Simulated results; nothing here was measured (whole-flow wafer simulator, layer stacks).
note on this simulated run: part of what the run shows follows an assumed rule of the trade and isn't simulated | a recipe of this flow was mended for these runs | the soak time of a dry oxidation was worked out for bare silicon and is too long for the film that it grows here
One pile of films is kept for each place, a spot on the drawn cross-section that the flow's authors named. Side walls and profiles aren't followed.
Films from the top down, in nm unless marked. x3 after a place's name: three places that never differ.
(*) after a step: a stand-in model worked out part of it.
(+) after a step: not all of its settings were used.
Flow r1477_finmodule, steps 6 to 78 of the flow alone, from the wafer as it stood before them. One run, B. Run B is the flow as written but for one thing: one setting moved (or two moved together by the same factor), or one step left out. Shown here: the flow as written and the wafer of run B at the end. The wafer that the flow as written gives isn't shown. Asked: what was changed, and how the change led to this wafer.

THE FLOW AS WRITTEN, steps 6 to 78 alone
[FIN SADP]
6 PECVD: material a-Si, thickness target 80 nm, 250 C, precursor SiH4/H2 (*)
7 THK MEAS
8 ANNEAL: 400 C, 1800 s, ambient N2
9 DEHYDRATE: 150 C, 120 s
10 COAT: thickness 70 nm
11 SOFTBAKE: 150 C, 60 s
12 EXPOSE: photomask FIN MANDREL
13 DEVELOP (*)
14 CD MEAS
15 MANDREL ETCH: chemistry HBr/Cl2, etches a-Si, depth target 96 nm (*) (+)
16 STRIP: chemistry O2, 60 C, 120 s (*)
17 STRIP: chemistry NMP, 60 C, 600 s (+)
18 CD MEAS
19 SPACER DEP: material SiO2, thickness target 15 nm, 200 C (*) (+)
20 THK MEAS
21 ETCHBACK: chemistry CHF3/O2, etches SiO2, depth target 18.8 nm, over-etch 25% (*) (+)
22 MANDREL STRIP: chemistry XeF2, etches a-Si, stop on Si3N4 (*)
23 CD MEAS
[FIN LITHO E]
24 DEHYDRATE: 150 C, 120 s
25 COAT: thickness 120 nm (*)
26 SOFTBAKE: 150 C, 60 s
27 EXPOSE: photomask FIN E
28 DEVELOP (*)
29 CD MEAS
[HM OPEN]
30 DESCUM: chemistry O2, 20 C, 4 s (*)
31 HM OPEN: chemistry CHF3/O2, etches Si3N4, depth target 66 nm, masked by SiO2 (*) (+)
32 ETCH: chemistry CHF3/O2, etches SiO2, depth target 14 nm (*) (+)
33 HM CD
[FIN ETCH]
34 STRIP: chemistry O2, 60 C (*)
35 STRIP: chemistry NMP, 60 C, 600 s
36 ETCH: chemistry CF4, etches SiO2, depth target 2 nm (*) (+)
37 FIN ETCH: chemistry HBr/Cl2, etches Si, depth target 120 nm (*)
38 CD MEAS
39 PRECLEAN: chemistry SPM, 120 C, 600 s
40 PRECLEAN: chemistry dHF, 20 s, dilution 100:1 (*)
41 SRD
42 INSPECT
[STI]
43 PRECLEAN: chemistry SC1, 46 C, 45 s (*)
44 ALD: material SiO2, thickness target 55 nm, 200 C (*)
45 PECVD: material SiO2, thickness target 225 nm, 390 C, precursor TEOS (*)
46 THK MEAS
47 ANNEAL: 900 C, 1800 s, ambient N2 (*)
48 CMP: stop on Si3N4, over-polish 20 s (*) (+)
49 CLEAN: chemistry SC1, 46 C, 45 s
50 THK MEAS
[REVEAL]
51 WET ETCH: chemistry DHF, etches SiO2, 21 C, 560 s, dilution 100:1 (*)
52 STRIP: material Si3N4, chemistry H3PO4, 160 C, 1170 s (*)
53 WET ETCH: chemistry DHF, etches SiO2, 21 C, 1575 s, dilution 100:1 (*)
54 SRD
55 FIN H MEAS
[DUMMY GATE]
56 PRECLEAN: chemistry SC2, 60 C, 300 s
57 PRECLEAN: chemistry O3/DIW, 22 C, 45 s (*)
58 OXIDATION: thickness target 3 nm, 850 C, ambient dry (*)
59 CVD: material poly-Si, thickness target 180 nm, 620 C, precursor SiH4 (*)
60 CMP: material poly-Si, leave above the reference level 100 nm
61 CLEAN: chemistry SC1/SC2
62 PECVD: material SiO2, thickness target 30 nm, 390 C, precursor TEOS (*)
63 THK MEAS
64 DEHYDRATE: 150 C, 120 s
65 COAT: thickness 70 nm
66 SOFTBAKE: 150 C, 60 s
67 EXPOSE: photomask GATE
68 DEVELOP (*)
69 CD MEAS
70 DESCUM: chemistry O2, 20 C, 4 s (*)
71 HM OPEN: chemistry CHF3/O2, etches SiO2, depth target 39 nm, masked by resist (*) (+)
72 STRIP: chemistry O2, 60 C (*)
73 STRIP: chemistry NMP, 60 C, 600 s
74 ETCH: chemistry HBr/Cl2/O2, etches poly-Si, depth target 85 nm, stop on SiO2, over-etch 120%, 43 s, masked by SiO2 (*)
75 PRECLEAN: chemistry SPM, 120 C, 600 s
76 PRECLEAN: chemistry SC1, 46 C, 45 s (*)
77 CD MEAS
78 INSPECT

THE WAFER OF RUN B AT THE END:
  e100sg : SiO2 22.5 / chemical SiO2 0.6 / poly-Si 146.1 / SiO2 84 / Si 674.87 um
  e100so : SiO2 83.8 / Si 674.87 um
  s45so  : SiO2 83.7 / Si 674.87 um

The cause: step 21, ETCHBACK: depth target 28 nm was run, where the flow has depth target 18.8 nm.

How the change led to this, step by step:
  21 ETCHBACK: chemistry CHF3/O2, etches SiO2, depth target 18.8 nm, over-etch 25% (*) (+)
      pad, padg, elg x4 and 18 more: SiO2 -15 (all of it), Si3N4 -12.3 (as written it would be: SiO2 -15 (all of it), Si3N4 -3.62)
      s40cg, s45cg, s50cg, s40co, s45co, s50co: SiO2 -15 (all of it), chemical SiO2 -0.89 (all of it), a-Si -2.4 (as written it would be: SiO2 -15 (all of it), chemical SiO2 -0.89 (all of it), a-Si -0.58)
  22 MANDREL STRIP: chemistry XeF2, etches a-Si, stop on Si3N4 (*)
      s40cg, s45cg, s50cg, s40co, s45co, s50co: a-Si -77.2 (all of it) (as written it would be: a-Si -79 (all of it))
  25 COAT: thickness 120 nm (*)
      s40cg, s40co: e-beam-resist +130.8 (new film) (as written it would be: e-beam-resist +136.7 (new film))
      s40sg_line, s40so_line: e-beam-resist +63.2 (new film) (as written it would be: e-beam-resist +60 (new film))
      (and at 12 more places)
  28 DEVELOP (*)
      s40cg, s40co: e-beam-resist -130.8 (all of it) (as written it would be: e-beam-resist -136.7 (all of it))
      s40sg_line, s40so_line: e-beam-resist -63.2 (all of it) (as written it would be: e-beam-resist -60 (all of it))
      (and at 12 more places)
  31 HM OPEN: chemistry CHF3/O2, etches Si3N4, depth target 66 nm, masked by SiO2 (*) (+)
      pad, padg, esg and 13 more: Si3N4 -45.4 (all of it), SiO2 -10 (all of it), Si -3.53 (as written it would be: Si3N4 -54.1 (all of it), SiO2 -5.95)
  32 ETCH: chemistry CHF3/O2, etches SiO2, depth target 14 nm (*) (+)
      pad, padg: Si -2.8 (as written it would be: SiO2 -4.05 (all of it), Si -1.99)
      esg, eso: Si -2.31 (as written it would be: SiO2 -4.05 (all of it), Si -1.99)
      (and at 12 more places)
  44 ALD: material SiO2, thickness target 55 nm, 200 C (*)
      s40cg, s45cg, s50cg, s40co, s45co, s50co: SiO2 +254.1 (new film) (as written it would be: SiO2 +263.2 (new film))
      esg, eso: SiO2 +218.4 (new film) (as written it would be: SiO2 +223.2 (new film))
      (and at 6 more places)
  48 CMP: stop on Si3N4, over-polish 20 s (*) (+)
      elg x4, esg, e40sg and 10 more: SiO2 -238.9 (as written it would be: SiO2 -247.6)
      s40cg, s40sg, s45cg and 9 more: SiO2 -279 (as written it would be: SiO2 -288.1)
      (and at 8 more places)
  51 WET ETCH: chemistry DHF, etches SiO2, 21 C, 560 s, dilution 100:1 (*)
      elg x4, elo x4: SiO2 -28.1 (as written it would be: SiO2 -22.3 (all of it), Si3N4 -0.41)
  52 STRIP: material Si3N4, chemistry H3PO4, 160 C, 1170 s (*)
      elg x4, elo x4: SiO2 -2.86 (all of it), Si3N4 -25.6 (all of it), SiO2 -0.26 (as written it would be: Si3N4 -33.9 (all of it), SiO2 -2.15)
  53 WET ETCH: chemistry DHF, etches SiO2, 21 C, 1575 s, dilution 100:1 (*)
      elg x4, elo x4: SiO2 -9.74 (all of it) (as written it would be: SiO2 -7.85 (all of it))
